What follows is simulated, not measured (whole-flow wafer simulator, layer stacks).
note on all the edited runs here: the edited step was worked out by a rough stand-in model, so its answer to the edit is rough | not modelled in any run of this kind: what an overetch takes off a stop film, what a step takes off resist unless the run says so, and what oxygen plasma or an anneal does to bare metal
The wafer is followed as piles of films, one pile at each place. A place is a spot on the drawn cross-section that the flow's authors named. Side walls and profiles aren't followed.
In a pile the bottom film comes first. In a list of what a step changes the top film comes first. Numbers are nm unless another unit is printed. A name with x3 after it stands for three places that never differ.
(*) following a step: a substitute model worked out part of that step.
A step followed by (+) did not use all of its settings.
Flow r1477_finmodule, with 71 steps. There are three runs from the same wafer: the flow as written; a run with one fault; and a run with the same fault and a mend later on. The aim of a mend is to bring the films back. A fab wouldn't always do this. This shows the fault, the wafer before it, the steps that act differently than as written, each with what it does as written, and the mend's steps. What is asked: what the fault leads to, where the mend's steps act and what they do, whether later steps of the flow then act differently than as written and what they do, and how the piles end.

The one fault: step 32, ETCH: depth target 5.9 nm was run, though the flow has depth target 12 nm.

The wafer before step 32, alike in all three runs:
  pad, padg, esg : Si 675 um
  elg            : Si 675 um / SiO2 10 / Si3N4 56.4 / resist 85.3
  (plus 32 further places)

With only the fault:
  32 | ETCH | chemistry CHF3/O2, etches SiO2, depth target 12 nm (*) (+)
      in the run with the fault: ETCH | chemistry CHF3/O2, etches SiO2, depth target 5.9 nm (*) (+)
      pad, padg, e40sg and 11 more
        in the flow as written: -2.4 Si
        in the run with the fault: -1.18 Si
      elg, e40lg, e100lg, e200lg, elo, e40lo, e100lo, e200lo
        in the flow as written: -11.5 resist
        in the run with the fault: -5.65 resist
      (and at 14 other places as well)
  Steps later in the flow that act otherwise than as written (not shown: 3 more steps that differ only slightly, by at most 2% or 0.5 nm, whichever is larger):
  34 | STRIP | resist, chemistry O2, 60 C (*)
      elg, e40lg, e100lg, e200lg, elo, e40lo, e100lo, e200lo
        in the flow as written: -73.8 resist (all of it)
        in the run with the fault: -79.6 resist (all of it)
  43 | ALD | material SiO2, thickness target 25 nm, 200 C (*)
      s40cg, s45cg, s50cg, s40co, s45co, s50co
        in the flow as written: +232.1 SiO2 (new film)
        in the run with the fault: +237 SiO2 (new film)
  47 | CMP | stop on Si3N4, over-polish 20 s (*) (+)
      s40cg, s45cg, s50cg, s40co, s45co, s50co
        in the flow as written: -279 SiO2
        in the run with the fault: -285.1 SiO2
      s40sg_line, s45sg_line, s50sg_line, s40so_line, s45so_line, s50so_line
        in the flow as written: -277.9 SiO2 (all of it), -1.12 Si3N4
        in the run with the fault: -284 SiO2 (all of it), -1.12 Si3N4
  At the end the piles are close to the flow's at the places that both follow, differing by at most 2% or 0.5 nm, whichever is larger.

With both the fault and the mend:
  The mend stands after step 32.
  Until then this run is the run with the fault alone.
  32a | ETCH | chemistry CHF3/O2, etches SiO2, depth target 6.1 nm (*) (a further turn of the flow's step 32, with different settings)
      pad, padg, e40sg and 11 more
        -1.22 Si
      elg, e40lg, e100lg, e200lg, elo, e40lo, e100lo, e200lo
        -5.85 resist
      s40sg_line, s45sg_line, s50sg_line, s40so_line, s45so_line, s50so_line
        -6.1 SiO2
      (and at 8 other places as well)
  Later steps of the flow that are run all act as written at every place that is followed, up to a difference of at most 2% or 0.5 nm, whichever is larger.
  At the end the piles are close to the flow's at the places that both follow, differing by at most 2% or 0.5 nm, whichever is larger.
